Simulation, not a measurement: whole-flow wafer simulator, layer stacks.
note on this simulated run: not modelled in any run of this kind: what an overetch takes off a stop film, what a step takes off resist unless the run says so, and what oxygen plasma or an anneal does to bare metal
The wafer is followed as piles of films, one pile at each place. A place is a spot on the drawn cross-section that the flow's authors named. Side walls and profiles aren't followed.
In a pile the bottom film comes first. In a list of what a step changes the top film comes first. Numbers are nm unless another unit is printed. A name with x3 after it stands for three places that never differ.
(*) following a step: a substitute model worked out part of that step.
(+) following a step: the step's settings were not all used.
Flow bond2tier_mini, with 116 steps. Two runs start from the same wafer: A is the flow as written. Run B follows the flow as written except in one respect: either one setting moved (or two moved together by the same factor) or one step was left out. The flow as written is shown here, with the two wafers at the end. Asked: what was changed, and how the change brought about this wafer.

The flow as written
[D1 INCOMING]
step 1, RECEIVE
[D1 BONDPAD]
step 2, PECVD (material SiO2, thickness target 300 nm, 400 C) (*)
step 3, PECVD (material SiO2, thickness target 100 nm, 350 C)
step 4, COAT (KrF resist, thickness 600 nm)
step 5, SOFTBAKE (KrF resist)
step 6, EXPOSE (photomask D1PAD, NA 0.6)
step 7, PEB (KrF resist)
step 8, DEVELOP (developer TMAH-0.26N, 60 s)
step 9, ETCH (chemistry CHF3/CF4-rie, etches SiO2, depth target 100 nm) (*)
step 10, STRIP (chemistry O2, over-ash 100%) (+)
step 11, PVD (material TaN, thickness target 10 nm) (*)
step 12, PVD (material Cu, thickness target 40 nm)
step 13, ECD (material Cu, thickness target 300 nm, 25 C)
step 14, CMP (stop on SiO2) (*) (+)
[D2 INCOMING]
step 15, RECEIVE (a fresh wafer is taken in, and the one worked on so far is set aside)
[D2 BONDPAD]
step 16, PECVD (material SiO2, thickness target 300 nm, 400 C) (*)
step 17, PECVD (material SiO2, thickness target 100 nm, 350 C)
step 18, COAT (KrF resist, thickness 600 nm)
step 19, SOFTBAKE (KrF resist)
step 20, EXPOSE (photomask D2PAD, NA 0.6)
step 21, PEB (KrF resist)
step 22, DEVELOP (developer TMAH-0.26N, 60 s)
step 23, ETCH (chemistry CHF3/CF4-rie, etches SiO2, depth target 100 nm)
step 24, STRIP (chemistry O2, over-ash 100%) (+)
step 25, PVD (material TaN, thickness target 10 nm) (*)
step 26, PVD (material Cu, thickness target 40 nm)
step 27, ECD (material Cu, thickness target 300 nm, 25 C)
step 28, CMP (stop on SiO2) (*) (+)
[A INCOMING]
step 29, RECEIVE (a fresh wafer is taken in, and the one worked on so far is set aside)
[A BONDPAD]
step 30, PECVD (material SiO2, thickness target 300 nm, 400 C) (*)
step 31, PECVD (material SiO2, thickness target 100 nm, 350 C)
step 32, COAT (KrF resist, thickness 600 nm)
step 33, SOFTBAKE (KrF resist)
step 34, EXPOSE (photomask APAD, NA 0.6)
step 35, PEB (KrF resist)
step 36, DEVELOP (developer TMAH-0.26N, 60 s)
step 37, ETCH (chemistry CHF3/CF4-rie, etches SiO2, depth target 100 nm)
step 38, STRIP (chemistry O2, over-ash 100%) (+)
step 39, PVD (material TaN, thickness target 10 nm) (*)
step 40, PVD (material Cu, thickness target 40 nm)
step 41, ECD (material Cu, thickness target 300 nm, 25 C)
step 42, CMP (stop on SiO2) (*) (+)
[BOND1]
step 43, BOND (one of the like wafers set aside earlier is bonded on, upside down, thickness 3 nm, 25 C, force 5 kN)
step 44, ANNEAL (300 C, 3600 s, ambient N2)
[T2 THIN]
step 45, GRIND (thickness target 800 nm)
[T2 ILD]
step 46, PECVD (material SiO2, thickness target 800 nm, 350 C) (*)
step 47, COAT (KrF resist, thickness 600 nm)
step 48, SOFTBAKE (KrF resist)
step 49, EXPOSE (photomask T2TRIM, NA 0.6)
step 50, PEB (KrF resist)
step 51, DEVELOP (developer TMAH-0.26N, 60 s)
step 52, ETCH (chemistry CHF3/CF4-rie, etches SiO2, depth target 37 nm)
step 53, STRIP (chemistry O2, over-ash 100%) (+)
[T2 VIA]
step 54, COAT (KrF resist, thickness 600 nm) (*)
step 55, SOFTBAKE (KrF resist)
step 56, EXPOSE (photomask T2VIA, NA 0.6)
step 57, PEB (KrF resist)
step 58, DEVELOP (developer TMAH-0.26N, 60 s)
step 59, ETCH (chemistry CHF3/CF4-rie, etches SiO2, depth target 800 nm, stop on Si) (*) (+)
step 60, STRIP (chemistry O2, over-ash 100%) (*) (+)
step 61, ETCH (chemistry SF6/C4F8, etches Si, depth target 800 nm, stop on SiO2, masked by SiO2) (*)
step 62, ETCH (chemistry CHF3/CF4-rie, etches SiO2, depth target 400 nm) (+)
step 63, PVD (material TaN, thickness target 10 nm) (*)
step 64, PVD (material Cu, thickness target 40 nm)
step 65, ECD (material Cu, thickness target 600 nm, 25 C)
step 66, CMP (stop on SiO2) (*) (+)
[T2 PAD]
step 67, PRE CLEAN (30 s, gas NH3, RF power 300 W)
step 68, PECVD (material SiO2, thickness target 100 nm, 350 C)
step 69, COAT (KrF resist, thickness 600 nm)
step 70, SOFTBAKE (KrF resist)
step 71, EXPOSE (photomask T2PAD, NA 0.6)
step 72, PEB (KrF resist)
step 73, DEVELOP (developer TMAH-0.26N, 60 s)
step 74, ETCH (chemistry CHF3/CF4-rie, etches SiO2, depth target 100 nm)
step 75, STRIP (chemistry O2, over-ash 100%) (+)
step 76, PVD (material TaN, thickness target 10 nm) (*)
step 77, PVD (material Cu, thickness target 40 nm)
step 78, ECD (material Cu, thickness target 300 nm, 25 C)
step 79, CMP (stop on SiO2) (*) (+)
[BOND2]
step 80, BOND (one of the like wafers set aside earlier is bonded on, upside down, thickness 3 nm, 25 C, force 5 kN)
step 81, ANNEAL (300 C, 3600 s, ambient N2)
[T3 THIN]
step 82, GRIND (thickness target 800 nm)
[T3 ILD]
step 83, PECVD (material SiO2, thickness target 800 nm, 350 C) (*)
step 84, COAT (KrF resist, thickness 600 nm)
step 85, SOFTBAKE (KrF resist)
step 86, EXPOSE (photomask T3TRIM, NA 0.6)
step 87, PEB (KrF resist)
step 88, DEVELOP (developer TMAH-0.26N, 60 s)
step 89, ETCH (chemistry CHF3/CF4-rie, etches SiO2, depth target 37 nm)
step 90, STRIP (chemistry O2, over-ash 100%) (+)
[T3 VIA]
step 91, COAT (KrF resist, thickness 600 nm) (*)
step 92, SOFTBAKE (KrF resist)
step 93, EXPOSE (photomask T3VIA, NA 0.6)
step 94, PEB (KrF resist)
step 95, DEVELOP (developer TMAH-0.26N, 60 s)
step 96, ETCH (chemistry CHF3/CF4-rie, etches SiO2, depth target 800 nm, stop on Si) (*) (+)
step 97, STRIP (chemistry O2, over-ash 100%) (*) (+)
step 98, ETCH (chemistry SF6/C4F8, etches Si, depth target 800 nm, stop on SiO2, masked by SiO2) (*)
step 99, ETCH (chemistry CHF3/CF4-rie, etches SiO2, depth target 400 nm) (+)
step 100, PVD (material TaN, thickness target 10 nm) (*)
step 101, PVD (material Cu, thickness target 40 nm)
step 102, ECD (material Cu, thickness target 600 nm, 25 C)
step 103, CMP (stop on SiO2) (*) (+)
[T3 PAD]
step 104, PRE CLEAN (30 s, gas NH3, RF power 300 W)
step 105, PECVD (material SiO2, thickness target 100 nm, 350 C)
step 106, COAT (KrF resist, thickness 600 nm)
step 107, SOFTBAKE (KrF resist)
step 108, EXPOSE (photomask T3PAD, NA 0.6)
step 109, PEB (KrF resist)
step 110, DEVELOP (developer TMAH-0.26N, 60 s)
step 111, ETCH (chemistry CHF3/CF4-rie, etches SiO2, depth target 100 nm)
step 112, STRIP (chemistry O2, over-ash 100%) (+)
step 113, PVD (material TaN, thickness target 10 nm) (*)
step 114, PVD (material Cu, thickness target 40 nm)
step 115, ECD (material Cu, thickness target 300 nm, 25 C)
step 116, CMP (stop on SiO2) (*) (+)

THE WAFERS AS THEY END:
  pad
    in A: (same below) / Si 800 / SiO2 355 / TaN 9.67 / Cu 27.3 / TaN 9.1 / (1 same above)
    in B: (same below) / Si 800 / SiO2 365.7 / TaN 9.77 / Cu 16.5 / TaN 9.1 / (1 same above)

What caused this: step 89, ETCH: depth target 26.3 nm was run, though the flow has depth target 37 nm.

How this came from the change, step by step:
  step 89, ETCH (chemistry CHF3/CF4-rie, etches SiO2, depth target 37 nm)
      field: A -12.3 KrF resist | B -8.77 KrF resist
      pad: A -37 SiO2 | B -26.3 SiO2
